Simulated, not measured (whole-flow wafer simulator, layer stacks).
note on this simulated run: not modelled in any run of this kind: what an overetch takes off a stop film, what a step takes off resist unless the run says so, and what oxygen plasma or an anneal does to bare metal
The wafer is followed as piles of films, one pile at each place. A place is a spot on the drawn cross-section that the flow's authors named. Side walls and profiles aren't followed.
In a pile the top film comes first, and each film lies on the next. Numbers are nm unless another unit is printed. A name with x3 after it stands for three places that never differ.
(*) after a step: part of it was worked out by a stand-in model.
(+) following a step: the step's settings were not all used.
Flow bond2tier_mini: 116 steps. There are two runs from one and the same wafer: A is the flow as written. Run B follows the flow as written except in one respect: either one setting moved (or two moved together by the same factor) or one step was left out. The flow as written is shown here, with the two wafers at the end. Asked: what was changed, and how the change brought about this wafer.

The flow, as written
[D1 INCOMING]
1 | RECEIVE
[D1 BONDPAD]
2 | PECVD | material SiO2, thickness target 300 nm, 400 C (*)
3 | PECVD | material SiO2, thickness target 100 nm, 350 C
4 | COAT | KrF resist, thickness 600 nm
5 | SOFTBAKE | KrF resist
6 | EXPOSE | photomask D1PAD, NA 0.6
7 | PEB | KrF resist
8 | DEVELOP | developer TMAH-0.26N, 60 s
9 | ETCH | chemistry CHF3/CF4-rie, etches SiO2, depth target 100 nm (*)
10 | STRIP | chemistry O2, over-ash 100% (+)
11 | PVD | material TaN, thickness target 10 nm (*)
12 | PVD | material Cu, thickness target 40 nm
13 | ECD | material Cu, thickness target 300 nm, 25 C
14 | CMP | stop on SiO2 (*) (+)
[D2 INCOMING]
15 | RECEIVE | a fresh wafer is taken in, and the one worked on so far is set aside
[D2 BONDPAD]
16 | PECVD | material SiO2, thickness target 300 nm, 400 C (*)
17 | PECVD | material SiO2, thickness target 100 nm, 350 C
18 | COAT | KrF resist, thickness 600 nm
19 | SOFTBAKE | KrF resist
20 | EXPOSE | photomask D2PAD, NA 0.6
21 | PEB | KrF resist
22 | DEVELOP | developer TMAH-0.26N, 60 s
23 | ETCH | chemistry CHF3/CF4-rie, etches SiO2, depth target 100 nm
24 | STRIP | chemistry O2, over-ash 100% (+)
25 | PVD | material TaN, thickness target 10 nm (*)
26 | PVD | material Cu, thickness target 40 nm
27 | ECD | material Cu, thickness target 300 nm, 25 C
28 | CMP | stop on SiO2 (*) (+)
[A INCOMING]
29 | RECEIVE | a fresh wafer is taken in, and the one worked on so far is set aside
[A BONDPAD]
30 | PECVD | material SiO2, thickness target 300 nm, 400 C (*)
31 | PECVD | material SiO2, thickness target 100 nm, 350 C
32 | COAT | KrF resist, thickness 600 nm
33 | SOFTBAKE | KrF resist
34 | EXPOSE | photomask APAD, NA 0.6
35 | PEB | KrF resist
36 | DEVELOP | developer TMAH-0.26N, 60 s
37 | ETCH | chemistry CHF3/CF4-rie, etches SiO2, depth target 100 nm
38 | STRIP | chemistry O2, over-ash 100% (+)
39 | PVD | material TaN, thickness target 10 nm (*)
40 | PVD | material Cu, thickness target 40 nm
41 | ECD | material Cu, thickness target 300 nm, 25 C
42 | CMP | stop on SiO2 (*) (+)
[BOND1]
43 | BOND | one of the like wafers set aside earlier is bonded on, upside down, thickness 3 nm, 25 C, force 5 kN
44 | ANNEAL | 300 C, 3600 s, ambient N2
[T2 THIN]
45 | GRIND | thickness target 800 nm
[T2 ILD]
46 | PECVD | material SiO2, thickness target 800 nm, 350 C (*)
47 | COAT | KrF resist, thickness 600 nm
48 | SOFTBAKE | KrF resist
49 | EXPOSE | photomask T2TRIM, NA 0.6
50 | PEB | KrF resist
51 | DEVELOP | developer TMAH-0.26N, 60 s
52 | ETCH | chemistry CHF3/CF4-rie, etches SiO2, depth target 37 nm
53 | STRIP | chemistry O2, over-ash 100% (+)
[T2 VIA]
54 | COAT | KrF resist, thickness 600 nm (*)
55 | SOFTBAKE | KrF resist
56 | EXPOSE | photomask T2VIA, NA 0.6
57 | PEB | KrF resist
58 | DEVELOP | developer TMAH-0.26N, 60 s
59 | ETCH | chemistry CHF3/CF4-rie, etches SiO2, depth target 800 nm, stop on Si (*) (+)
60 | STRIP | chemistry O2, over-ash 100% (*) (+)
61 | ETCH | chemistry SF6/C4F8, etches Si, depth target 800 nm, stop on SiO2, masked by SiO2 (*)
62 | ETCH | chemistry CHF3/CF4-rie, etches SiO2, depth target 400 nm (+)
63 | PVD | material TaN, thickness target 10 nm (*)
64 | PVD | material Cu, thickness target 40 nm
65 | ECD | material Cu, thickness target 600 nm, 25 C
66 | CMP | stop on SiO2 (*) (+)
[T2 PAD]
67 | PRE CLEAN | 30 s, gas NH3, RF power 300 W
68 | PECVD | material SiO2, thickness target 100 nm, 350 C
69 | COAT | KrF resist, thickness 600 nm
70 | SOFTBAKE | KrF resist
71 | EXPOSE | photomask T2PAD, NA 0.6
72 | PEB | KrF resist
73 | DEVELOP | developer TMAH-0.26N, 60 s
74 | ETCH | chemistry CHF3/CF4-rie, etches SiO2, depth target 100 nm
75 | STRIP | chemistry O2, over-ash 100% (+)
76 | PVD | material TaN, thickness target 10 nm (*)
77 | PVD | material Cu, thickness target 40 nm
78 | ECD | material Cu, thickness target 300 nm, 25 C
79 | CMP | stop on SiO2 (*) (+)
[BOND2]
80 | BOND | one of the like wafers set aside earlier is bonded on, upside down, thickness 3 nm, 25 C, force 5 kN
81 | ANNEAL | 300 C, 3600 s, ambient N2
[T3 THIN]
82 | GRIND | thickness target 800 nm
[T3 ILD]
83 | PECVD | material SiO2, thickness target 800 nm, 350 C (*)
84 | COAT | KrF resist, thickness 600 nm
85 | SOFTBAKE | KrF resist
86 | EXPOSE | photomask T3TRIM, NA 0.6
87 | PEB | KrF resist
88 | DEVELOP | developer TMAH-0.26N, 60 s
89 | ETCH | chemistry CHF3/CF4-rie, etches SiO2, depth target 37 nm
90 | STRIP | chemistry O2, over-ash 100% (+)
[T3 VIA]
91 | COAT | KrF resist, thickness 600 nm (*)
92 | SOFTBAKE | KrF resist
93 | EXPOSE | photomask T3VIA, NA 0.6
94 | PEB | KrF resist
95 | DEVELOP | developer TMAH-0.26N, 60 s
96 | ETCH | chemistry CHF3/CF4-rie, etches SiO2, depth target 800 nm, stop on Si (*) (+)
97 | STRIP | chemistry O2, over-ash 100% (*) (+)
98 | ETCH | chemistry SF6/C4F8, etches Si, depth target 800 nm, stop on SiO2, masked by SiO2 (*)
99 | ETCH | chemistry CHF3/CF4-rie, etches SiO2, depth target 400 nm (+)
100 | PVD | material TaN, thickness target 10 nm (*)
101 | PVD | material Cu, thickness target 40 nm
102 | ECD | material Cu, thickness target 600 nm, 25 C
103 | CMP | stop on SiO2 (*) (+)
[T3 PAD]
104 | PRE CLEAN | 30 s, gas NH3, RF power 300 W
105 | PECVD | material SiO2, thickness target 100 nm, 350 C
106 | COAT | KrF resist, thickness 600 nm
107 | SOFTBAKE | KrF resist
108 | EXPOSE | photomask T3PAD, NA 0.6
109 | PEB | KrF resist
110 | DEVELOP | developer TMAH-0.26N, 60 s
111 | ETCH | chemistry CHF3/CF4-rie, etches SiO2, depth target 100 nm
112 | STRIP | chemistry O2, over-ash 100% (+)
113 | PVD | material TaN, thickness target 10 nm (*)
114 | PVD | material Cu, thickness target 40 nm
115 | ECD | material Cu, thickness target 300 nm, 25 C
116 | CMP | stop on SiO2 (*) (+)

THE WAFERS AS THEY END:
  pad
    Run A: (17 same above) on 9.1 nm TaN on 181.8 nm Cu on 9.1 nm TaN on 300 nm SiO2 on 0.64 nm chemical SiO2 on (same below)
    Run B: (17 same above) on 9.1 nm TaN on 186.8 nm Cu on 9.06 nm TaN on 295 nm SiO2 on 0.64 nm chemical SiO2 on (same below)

What caused this: step 37, ETCH: depth target 105 nm was run, while the flow as written has depth target 100 nm.

Step by step, how the change led to this:
  37 | ETCH | chemistry CHF3/CF4-rie, etches SiO2, depth target 100 nm
      pad, via: A -100 SiO2 | B -105 SiO2
      field: A -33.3 KrF resist | B -35 KrF resist
